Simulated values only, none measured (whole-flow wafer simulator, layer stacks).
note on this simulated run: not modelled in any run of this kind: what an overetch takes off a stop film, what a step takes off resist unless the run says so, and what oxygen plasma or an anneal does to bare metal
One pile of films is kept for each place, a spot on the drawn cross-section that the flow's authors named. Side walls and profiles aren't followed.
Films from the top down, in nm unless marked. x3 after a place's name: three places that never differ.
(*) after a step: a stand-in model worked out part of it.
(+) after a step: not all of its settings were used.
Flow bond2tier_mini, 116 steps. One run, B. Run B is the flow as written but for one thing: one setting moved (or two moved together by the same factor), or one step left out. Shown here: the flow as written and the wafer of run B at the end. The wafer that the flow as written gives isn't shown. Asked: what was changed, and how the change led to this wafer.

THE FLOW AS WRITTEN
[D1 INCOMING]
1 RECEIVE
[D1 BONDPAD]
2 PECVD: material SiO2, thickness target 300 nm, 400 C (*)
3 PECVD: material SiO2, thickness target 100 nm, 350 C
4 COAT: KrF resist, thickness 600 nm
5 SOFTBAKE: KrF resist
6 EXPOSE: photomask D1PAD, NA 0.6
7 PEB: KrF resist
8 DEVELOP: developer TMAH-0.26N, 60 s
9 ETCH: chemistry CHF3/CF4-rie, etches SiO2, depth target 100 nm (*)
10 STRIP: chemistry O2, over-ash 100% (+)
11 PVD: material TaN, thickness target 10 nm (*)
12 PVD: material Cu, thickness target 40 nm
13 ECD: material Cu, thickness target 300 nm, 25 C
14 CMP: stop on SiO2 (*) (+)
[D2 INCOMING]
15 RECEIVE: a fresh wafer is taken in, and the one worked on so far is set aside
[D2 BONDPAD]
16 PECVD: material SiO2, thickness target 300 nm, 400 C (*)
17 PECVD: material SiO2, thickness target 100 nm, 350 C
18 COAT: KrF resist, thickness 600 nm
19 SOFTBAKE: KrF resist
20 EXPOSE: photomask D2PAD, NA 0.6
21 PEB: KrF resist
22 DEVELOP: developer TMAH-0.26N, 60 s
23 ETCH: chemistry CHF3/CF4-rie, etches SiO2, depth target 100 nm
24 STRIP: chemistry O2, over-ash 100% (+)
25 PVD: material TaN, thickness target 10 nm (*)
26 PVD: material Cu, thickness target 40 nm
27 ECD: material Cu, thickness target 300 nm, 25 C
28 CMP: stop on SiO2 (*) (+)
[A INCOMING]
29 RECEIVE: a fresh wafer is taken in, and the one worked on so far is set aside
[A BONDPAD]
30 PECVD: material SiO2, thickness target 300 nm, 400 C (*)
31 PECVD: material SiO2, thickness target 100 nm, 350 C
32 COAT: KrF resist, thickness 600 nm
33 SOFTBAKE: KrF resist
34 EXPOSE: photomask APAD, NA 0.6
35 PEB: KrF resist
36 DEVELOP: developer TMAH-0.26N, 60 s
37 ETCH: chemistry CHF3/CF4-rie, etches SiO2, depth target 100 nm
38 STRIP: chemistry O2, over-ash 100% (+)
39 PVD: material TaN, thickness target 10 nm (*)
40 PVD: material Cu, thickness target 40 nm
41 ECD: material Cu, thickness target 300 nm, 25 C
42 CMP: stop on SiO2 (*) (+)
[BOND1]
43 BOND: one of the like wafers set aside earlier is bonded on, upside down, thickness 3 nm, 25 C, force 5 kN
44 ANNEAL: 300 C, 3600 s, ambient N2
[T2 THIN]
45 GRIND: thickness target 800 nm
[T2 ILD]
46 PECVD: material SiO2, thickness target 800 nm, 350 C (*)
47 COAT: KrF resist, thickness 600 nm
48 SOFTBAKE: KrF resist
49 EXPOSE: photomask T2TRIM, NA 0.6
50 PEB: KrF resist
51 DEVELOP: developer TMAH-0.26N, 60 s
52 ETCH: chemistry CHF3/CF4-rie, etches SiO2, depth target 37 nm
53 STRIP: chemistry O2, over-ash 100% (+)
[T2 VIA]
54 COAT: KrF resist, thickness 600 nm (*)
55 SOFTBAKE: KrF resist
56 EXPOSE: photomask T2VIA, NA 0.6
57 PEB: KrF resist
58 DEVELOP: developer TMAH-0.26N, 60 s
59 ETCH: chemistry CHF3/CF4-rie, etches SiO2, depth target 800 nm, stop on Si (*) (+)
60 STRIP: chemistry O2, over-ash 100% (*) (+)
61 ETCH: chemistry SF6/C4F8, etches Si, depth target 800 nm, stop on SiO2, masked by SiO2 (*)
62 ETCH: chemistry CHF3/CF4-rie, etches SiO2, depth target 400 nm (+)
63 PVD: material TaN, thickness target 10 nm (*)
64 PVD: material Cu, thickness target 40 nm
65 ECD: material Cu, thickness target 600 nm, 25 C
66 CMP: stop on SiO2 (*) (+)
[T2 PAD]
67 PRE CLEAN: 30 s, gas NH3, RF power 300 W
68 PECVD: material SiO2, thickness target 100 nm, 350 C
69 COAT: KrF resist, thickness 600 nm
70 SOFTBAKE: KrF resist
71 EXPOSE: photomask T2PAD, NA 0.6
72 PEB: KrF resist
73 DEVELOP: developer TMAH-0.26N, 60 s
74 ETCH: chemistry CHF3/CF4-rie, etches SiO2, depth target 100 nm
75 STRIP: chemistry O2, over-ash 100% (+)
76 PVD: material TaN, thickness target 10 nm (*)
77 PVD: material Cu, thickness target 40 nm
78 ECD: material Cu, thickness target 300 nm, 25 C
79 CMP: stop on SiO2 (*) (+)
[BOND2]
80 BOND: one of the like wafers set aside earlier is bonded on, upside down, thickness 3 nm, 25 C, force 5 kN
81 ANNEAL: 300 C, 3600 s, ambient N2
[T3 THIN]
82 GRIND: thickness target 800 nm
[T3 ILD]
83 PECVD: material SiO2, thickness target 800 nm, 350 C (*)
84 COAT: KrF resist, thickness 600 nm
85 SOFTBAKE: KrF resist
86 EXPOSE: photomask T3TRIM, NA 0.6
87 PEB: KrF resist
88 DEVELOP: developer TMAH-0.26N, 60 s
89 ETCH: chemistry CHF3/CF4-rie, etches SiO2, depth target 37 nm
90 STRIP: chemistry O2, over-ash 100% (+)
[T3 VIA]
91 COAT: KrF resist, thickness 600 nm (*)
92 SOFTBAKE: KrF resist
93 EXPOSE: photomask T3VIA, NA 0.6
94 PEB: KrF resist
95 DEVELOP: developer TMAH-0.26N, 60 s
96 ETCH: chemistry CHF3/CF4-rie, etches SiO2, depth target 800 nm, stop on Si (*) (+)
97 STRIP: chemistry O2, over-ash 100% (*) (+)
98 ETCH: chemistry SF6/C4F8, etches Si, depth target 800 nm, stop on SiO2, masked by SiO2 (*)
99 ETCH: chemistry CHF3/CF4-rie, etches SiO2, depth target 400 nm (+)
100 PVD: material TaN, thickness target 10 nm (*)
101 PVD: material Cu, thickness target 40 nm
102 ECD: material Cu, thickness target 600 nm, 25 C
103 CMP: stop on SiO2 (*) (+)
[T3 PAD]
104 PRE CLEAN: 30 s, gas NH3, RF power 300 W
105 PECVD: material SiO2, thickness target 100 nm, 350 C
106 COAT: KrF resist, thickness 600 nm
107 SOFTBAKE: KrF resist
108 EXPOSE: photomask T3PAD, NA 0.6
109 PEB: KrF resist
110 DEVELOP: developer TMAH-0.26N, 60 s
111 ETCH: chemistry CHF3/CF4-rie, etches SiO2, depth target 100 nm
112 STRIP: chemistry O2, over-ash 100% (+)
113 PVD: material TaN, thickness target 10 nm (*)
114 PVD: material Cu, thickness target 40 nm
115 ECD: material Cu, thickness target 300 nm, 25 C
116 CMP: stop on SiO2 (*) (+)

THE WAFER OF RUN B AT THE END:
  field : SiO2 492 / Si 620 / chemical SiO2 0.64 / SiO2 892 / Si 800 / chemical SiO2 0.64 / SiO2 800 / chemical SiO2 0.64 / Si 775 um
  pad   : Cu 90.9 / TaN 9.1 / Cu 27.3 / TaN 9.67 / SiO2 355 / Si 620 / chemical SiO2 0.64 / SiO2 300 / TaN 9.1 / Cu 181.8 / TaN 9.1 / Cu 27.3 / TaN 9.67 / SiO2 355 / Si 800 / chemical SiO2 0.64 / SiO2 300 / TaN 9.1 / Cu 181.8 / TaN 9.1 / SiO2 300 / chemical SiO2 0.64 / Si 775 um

The cause: step 82, GRIND: thickness target 620 nm was run, where the flow has thickness target 800 nm.
It can be read off the wafer: field has Si 620, and step 82 as written asks for 800 nm.

How the change led to this, step by step:
  82 GRIND: thickness target 800 nm
      field, pad: Si -774.38 um (as written it would be: Si -774.2 um)
